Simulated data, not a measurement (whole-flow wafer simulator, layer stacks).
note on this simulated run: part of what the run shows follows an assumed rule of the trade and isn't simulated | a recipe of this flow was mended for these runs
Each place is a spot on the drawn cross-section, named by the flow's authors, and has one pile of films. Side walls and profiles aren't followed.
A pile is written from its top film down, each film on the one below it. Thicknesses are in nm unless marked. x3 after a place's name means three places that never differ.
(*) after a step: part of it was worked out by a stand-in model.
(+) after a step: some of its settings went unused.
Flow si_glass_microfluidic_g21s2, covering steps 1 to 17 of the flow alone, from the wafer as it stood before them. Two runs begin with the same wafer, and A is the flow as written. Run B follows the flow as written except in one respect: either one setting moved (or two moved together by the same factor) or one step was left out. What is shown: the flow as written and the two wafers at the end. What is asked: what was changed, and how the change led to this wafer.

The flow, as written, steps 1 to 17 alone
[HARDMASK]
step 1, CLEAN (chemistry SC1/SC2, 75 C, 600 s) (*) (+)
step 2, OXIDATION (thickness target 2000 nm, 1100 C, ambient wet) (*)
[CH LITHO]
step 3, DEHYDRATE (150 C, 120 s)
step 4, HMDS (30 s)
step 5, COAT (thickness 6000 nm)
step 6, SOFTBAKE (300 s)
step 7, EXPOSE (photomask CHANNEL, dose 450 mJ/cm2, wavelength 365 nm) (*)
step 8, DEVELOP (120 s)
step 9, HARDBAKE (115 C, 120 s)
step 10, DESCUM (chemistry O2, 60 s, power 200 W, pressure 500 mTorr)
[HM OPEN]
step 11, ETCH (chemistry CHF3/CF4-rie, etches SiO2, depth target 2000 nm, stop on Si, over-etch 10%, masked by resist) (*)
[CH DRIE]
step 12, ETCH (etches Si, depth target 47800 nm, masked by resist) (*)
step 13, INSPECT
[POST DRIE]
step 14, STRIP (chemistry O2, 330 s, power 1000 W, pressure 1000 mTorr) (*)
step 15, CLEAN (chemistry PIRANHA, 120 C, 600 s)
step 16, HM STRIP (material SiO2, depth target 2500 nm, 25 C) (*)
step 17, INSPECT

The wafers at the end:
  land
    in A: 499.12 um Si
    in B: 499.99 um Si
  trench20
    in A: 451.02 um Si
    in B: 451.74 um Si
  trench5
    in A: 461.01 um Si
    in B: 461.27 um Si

The reason: step 2, OXIDATION: thickness target 2000 nm, 1100 C, ambient wet (*), was not run.

Step by step, how the change led to this:
  step 10, DESCUM (chemistry O2, 60 s, power 200 W, pressure 500 mTorr)
      trench20, trench5, trench200: A nothing | B chemical SiO2 gains 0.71, Si loses 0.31
  step 11, ETCH (chemistry CHF3/CF4-rie, etches SiO2, depth target 2000 nm, stop on Si, over-etch 10%, masked by resist) (*)
      trench20, trench5, trench200: A SiO2 loses 2000 (all of it), Si loses 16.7 | B chemical SiO2 loses 1.31 (all of it), Si loses 183.2
  step 12, ETCH (etches Si, depth target 47800 nm, masked by resist) (*)
      trench5: A Si loses 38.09 um | B Si loses 38.54 um
      trench200: A Si loses 54.08 um | B Si loses 53.73 um
  step 14, STRIP (chemistry O2, 330 s, power 1000 W, pressure 1000 mTorr) (*)
      land: A thick-i-line-resist loses 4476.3 (all of it) | B thick-i-line-resist loses 4480.8 (all of it), chemical SiO2 gains 0.7, Si loses 0.31
  step 16, HM STRIP (material SiO2, depth target 2500 nm, 25 C) (*)
      land: A SiO2 loses 2000 (all of it) | B chemical SiO2 loses 1.3 (all of it)
